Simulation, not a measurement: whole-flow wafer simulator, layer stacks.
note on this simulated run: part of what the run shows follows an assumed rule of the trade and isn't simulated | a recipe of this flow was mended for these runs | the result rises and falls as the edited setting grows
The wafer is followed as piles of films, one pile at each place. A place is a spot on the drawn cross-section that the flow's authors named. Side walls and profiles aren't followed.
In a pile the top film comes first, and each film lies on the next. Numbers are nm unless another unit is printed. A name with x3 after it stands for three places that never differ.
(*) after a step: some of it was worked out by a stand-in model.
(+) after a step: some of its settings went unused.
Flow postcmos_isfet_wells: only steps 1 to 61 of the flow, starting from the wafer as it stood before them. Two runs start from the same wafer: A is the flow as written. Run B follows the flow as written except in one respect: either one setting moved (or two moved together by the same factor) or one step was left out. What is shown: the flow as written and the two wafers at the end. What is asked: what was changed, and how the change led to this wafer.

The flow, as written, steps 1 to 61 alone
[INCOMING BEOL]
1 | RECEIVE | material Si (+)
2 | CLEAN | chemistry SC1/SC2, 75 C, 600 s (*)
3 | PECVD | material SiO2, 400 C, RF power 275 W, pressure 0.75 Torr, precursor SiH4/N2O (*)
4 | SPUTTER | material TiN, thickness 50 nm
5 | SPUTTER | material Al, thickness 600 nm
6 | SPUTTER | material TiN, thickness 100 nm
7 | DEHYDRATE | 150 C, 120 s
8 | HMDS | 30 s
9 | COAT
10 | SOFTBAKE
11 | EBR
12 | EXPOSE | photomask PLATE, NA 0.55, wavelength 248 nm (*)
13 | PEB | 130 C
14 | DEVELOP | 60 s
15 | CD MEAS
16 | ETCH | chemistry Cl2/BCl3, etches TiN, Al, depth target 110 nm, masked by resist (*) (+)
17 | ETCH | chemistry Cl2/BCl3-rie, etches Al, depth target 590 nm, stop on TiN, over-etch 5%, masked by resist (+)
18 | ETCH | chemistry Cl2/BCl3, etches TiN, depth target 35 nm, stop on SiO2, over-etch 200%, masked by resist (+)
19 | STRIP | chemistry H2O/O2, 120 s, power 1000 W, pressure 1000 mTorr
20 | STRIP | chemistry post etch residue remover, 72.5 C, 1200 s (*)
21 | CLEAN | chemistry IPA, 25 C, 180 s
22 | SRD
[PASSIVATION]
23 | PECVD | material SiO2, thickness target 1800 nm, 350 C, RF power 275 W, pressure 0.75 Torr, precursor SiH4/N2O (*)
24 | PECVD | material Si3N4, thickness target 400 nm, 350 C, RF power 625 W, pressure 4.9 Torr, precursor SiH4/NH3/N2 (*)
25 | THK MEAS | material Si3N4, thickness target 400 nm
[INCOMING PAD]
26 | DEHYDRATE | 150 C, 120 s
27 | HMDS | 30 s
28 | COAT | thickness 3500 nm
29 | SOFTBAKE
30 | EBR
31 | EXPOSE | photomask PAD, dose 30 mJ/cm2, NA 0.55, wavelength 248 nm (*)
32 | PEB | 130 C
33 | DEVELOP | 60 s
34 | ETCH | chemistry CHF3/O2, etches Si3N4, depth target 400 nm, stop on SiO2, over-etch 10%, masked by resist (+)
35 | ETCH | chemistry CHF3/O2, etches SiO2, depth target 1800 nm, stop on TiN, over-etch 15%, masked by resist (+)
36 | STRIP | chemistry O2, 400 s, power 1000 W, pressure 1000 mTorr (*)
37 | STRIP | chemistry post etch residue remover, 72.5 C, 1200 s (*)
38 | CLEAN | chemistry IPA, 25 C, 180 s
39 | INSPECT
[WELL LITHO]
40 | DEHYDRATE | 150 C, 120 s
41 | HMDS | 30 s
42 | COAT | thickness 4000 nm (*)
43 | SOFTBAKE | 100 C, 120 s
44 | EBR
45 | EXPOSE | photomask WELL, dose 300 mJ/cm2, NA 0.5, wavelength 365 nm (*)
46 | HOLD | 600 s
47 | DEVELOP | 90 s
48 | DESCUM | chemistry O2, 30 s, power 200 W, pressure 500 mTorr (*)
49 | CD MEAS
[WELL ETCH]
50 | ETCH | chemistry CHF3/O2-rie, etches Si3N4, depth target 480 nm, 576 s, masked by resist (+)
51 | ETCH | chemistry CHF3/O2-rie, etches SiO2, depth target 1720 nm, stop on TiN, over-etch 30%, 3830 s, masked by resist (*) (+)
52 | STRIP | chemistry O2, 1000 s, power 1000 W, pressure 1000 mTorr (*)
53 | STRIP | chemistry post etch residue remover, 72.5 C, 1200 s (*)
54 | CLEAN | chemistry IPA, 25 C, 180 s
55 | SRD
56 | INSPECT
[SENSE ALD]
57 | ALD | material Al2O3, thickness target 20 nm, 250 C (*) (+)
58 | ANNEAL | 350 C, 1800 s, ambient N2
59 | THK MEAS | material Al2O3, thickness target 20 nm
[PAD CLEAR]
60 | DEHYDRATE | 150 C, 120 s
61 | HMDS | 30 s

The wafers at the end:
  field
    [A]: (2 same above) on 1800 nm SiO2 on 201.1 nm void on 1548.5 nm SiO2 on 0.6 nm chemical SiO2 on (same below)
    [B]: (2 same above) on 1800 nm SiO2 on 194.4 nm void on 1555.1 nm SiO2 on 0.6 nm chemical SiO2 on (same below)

What caused this: step 17, ETCH: depth target 505 nm was run, while the flow as written has depth target 590 nm.

Step by step, how the change led to this:
  17 | ETCH | chemistry Cl2/BCl3-rie, etches Al, depth target 590 nm, stop on TiN, over-etch 5%, masked by resist (+)
      field: A Al loses 590 (all of it), TiN loses 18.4 | B Al loses 530.2
      margin x2, well900 x4, pad_clr, pad_open: A thick-KrF-resist loses 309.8 | B thick-KrF-resist loses 265.1
  18 | ETCH | chemistry Cl2/BCl3, etches TiN, depth target 35 nm, stop on SiO2, over-etch 200%, masked by resist (+)
      field: A TiN loses 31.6 (all of it), SiO2 loses 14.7 | B Al loses 59.8 (all of it), TiN loses 50 (all of it), SiO2 loses 5.98
      margin x2, well900 x4, pad_clr, pad_open: A thick-KrF-resist loses 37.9 | B thick-KrF-resist loses 42
  19 | STRIP | chemistry H2O/O2, 120 s, power 1000 W, pressure 1000 mTorr
      margin x2, well900 x4, pad_clr, pad_open: A thick-KrF-resist loses 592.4 (all of it) | B thick-KrF-resist loses 632.9 (all of it)
  23 | PECVD | material SiO2, thickness target 1800 nm, 350 C, RF power 275 W, pressure 0.75 Torr, precursor SiH4/N2O (*)
      field: A SiO2 gains 1800 (new film), void gains 201.1 (new film), SiO2 gains 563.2 | B SiO2 gains 1800 (new film), void gains 194.4 (new film), SiO2 gains 561.1
